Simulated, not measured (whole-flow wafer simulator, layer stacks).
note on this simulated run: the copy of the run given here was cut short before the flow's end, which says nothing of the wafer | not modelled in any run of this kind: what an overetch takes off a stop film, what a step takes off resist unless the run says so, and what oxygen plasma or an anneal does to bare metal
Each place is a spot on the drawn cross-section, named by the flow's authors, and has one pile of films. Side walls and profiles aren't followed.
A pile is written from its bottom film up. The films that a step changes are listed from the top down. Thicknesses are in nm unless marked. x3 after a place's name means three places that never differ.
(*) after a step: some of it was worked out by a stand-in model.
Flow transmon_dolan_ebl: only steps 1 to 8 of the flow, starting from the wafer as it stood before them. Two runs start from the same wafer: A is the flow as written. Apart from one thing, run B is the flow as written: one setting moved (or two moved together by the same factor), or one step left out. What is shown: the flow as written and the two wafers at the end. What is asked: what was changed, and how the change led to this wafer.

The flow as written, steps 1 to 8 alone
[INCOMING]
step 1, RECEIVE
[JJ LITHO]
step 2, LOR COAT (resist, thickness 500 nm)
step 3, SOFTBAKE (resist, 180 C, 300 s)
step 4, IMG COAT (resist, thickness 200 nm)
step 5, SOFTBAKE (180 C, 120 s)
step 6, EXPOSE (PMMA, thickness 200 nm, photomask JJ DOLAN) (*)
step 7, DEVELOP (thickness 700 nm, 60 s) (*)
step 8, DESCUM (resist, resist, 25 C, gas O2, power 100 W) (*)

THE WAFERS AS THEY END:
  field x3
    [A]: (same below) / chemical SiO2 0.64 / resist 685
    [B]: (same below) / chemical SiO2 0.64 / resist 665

What caused this: step 4, IMG COAT: thickness 180 nm was run, while the flow as written has thickness 200 nm.

The path from the change to this, step by step:
  step 4, IMG COAT (resist, thickness 200 nm)
      field x3, jj_line: A resist gains 200 | B resist gains 180
  step 7, DEVELOP (thickness 700 nm, 60 s) (*)
      jj_line: A resist loses 700 (all of it) | B resist loses 680 (all of it)
